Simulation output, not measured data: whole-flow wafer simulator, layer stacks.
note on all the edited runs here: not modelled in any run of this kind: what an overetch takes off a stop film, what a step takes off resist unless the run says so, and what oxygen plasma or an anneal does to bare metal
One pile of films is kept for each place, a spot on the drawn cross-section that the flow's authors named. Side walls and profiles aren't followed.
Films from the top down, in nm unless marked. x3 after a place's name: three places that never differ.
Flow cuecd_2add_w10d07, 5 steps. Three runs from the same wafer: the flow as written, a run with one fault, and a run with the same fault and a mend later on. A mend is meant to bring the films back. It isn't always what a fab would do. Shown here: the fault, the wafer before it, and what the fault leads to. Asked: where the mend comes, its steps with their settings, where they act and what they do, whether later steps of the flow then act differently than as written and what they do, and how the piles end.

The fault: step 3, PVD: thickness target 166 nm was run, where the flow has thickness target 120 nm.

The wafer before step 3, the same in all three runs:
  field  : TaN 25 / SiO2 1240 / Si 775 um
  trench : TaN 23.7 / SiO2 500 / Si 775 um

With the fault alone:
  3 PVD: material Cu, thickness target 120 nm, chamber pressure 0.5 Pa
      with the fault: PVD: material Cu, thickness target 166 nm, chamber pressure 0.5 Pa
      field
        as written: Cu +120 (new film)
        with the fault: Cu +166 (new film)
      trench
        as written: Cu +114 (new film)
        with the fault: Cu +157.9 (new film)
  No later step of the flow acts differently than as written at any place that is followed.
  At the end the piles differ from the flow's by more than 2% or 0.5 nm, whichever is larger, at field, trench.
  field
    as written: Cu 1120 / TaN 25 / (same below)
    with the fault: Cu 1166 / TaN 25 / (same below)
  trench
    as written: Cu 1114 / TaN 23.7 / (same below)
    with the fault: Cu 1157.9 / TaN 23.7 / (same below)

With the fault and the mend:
  The mend comes after step 3.
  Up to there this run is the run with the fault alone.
  3a ETCH: chemistry cu recess dil, depth target 45.19 nm
      field, trench
        Cu -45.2
  No later step of the flow acts differently than as written at any place that is followed.
  At the end the piles differ from the flow's only slightly at the places that both follow, by at most 2% or 0.5 nm, whichever is larger.
